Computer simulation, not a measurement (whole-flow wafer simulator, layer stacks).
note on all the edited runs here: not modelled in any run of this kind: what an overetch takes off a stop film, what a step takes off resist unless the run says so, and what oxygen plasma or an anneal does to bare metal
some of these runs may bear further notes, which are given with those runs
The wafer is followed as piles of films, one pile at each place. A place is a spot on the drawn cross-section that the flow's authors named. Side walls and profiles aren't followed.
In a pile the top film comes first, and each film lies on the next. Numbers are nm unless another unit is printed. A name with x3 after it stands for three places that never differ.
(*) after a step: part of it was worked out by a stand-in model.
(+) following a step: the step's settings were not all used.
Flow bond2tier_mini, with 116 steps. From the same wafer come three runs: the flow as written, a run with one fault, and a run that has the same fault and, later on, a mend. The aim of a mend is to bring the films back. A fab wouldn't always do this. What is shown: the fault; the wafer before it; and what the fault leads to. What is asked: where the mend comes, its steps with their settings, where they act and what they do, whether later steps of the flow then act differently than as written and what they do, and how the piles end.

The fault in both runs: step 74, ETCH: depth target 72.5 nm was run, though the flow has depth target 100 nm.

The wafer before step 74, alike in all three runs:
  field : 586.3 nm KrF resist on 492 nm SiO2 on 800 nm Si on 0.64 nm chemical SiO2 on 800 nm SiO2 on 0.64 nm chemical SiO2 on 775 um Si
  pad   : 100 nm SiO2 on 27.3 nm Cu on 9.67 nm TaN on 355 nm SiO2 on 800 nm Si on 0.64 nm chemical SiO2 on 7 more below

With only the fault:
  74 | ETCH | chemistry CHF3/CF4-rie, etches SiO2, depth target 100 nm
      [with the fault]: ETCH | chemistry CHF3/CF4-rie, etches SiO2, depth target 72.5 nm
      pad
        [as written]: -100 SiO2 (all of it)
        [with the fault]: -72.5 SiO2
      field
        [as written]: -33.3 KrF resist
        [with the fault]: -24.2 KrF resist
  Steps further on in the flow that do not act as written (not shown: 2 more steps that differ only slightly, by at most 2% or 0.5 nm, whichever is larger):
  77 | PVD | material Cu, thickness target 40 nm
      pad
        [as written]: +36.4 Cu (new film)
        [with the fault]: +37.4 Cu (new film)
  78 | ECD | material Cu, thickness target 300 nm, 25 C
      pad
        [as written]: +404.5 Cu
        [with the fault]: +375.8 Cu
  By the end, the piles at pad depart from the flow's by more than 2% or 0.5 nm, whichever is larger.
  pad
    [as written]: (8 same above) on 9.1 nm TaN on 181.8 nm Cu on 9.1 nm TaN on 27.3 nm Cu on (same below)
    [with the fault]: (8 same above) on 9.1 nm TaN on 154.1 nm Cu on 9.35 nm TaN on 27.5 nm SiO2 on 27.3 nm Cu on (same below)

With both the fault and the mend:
  The mend stands after step 75.
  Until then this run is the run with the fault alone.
  75a | COAT | KrF resist, thickness 600 nm (*) (the flow's step 69, run once more)
      field
        +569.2 KrF resist (new film)
      pad
        +632.1 KrF resist (new film)
  75b | SOFTBAKE | KrF resist (the flow's step 70, run once more)
      does not change any film at any place that is followed
  75c | EXPOSE | photomask T2PAD, NA 0.6 (the flow's step 71, run once more)
      does not change any film at any place that is followed
  75d | PEB | KrF resist (the flow's step 72, run once more)
      does not change any film at any place that is followed
  75e | DEVELOP | developer TMAH-0.26N, 60 s (the flow's step 73, run once more)
      field
        -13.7 KrF resist
      pad
        -632.1 KrF resist (all of it)
  75f | ETCH | chemistry CHF3/CF4-rie, etches SiO2, depth target 27.5 nm (the flow's step 74, run once more with other settings)
      field
        -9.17 KrF resist
      pad
        -27.5 SiO2 (all of it)
  75g | STRIP | chemistry O2, over-ash 100% (+) (the flow's step 75, run once more)
      field
        -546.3 KrF resist (all of it)
  None of the later steps of the flow acts differently than as written at any place that is followed.
  By the end, the piles equal the flow's at every place that both follow.
